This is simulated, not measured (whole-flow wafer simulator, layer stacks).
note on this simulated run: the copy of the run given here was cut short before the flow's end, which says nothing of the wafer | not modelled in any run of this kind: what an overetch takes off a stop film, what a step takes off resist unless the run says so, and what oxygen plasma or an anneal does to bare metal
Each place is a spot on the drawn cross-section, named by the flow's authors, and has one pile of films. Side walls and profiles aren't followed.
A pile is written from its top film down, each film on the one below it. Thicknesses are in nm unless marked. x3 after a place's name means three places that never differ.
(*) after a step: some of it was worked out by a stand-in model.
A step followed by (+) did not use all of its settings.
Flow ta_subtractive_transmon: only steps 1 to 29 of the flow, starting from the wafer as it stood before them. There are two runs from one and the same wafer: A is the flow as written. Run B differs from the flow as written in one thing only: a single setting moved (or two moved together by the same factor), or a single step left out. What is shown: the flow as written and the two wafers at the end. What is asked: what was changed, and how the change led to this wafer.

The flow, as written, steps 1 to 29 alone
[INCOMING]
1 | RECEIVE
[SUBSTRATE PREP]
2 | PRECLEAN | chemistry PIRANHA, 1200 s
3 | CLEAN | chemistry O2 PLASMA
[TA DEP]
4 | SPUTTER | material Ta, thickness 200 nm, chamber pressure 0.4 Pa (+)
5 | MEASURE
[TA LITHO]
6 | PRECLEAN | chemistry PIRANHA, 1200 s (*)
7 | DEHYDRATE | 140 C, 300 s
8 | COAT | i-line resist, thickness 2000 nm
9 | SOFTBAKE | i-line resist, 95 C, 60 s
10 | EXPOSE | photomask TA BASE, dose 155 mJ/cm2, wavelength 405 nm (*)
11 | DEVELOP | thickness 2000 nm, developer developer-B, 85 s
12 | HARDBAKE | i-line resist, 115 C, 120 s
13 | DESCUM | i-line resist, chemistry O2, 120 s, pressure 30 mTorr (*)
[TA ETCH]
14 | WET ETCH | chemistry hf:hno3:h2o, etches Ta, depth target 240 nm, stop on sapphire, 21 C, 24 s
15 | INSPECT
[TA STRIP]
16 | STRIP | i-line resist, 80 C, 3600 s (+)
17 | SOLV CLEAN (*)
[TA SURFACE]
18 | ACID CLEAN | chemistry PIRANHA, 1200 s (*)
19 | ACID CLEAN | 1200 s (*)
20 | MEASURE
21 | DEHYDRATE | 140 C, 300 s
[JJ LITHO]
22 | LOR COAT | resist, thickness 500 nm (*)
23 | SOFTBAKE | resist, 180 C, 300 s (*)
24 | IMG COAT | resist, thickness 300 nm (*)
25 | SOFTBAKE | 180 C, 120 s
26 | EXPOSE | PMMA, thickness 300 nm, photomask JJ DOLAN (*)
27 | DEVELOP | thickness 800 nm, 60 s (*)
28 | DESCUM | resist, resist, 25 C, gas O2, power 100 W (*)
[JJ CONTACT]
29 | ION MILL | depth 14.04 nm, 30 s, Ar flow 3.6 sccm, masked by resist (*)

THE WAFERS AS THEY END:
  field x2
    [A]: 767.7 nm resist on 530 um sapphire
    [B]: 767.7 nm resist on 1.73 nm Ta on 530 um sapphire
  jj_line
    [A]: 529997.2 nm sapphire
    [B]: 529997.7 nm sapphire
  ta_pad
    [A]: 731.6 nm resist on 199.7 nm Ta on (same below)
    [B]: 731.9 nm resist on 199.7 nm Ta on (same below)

What caused this: step 14, WET ETCH: 19.8 s was run, whereas the flow has 24 s.

The path from the change to this, step by step:
  14 | WET ETCH | chemistry hf:hno3:h2o, etches Ta, depth target 240 nm, stop on sapphire, 21 C, 24 s
      field x2, jj_line, lead: A Ta loses 200 (all of it) | B Ta loses 198
  29 | ION MILL | depth 14.04 nm, 30 s, Ar flow 3.6 sccm, masked by resist (*)
      jj_line, lead: A sapphire loses 2.8 | B Ta loses 1.73 (all of it), sapphire loses 2.29
With metal films that touch counted as one body, field x2 has 1 body; the flow as written gives 0 bodies.
